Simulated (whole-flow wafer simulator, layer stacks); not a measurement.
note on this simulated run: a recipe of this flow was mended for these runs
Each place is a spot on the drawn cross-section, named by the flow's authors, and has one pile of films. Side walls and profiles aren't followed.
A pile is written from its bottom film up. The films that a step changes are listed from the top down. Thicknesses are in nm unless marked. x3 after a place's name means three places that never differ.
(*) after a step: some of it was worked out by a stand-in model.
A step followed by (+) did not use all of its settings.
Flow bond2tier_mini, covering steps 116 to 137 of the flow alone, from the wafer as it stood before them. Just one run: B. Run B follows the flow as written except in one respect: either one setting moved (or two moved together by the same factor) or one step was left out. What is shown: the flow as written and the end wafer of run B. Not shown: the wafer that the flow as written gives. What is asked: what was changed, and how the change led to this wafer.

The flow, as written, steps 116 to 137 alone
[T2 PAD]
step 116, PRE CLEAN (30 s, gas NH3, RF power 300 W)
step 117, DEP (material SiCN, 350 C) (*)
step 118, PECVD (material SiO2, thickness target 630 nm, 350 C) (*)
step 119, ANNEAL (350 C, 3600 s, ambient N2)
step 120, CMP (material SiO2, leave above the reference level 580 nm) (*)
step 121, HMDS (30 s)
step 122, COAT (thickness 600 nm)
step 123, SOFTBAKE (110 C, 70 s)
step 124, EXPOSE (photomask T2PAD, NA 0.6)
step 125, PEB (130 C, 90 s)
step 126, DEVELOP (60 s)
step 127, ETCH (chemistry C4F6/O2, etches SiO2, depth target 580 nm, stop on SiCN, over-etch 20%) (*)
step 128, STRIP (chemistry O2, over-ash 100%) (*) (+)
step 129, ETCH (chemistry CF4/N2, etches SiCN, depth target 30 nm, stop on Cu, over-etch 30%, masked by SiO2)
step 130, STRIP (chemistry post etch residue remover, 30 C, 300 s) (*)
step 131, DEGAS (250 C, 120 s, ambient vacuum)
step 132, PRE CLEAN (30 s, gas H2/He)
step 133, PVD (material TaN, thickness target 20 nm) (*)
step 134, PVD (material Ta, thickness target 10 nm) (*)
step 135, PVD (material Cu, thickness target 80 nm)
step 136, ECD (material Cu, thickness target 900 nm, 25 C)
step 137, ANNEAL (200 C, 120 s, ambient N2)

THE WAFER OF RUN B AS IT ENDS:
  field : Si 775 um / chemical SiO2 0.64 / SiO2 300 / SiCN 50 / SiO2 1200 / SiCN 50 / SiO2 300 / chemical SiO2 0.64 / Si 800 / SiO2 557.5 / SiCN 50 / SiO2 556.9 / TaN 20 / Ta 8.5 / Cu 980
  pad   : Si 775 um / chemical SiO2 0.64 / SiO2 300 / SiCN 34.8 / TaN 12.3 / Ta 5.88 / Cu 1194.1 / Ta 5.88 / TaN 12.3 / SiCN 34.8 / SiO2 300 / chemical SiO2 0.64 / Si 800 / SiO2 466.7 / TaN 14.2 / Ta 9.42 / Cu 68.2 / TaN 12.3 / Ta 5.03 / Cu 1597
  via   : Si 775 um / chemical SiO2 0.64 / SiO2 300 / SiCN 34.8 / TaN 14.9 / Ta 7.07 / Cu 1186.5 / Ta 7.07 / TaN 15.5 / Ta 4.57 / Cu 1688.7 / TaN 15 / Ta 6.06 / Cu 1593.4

The reason: step 134, PVD: thickness target 8.5 nm was run, while the flow as written has thickness target 10 nm.
The wafer itself shows it: field has Ta 8.5, and step 134 as written asks for 10 nm.

The path from the change to this, step by step:
  step 134, PVD (material Ta, thickness target 10 nm) (*)
      field: +8.5 Ta (new film) (in the flow as written it would be: +10 Ta (new film))
      pad: +5.03 Ta (new film) (in the flow as written it would be: +5.92 Ta (new film))
      (and at 1 other place as well)
